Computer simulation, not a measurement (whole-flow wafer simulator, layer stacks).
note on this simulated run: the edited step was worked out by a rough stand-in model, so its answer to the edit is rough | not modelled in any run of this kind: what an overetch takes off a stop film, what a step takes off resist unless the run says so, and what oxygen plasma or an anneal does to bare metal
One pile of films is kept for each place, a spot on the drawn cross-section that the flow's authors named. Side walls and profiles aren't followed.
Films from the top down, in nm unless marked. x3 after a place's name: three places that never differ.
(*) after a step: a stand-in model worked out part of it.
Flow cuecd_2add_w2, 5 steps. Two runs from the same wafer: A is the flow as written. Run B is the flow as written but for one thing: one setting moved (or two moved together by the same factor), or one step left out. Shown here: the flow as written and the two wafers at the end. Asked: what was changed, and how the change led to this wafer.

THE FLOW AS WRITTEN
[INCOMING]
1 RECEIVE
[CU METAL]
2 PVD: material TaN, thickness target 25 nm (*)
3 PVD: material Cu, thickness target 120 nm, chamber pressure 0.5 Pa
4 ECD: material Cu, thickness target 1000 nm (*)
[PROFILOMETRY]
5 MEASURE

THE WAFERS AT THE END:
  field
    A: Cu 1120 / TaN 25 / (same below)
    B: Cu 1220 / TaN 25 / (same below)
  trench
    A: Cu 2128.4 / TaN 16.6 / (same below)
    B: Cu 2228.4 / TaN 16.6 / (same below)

The cause: step 4, ECD: thickness target 1100 nm was run, where the flow has thickness target 1000 nm.

How the change led to this, step by step:
  4 ECD: material Cu, thickness target 1000 nm (*)
      field: A Cu +1000 | B Cu +1100
      trench: A Cu +2047.6 | B Cu +2147.6
